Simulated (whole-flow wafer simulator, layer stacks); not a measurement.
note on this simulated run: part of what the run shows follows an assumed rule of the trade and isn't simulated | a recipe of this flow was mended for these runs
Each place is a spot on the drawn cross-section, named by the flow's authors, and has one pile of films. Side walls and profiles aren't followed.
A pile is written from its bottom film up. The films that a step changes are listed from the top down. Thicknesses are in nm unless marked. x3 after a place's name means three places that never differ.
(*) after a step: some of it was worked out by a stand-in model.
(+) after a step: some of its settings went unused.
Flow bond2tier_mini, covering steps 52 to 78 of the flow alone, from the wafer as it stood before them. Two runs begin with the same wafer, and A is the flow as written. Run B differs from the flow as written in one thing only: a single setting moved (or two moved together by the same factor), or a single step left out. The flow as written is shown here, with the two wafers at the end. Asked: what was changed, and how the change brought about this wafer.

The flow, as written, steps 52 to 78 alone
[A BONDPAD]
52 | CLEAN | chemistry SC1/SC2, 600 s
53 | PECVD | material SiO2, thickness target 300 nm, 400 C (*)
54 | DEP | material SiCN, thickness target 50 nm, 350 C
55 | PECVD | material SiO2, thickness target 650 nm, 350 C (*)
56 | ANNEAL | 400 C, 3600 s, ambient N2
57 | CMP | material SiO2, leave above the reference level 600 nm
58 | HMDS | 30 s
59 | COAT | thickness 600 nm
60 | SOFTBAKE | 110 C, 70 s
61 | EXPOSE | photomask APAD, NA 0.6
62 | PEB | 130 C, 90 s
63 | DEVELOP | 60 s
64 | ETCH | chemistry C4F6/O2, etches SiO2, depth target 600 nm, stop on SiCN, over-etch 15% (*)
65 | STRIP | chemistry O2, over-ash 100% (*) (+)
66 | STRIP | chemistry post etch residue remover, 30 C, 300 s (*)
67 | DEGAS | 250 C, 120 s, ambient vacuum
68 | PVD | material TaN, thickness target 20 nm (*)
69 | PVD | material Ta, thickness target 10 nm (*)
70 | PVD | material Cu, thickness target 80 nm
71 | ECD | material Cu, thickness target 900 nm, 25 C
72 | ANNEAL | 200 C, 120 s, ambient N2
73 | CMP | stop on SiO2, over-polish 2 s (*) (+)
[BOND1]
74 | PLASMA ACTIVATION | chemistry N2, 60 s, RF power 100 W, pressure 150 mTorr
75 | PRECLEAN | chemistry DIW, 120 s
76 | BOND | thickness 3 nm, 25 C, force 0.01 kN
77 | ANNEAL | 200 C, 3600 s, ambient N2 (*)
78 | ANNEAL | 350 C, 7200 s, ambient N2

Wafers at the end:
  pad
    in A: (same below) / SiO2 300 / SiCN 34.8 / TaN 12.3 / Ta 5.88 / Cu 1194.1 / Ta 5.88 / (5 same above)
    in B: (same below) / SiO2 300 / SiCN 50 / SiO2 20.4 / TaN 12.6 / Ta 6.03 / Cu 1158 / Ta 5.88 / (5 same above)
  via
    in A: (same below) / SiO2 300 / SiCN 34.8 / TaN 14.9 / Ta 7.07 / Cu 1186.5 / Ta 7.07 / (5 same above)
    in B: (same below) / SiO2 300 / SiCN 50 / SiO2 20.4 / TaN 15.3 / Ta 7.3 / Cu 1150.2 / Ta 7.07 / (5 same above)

What caused this: step 64, ETCH: depth target 504 nm was run, while the flow as written has depth target 600 nm.

How this came from the change, step by step:
  64 | ETCH | chemistry C4F6/O2, etches SiO2, depth target 600 nm, stop on SiCN, over-etch 15% (*)
      pad, via: A -600 SiO2 (all of it), -15.2 SiCN | B -579.6 SiO2
      field: A -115 thick-KrF-resist | B -96.6 thick-KrF-resist
  65 | STRIP | chemistry O2, over-ash 100% (*) (+)
      field: A -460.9 thick-KrF-resist (all of it) | B -479.3 thick-KrF-resist (all of it)
  70 | PVD | material Cu, thickness target 80 nm
      pad: A +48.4 Cu (new film) | B +49.5 Cu (new film)
      via: A +59 Cu (new film) | B +60.7 Cu (new film)
  71 | ECD | material Cu, thickness target 900 nm, 25 C
      pad: A +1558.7 Cu | B +1521.5 Cu
      via: A +1544.3 Cu | B +1506.3 Cu
